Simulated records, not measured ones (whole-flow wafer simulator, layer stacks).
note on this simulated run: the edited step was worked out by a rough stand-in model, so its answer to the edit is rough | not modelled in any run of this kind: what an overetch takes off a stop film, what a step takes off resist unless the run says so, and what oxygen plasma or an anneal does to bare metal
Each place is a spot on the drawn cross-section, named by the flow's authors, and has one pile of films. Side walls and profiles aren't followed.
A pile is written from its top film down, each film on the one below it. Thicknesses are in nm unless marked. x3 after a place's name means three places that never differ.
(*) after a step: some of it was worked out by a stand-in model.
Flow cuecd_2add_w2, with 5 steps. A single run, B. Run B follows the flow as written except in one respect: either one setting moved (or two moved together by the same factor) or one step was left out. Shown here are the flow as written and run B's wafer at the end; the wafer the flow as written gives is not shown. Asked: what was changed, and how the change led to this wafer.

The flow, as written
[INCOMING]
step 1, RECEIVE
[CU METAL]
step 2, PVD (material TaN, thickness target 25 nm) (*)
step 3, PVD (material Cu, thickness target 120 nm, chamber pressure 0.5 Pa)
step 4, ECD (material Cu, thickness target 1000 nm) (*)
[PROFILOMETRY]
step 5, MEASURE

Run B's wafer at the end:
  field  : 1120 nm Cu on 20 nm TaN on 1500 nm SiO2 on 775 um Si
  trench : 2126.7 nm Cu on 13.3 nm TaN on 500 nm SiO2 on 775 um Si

Cause: step 2, PVD: thickness target 20 nm was run, while the flow as written has thickness target 25 nm.
The wafer itself shows it: field has TaN 20, and step 2 as written asks for 25 nm.

The path from the change to this, step by step:
  step 2, PVD (material TaN, thickness target 25 nm) (*)
      field: +20 TaN (new film) (as written it would have been: +25 TaN (new film))
      trench: +13.3 TaN (new film) (as written it would have been: +16.6 TaN (new film))
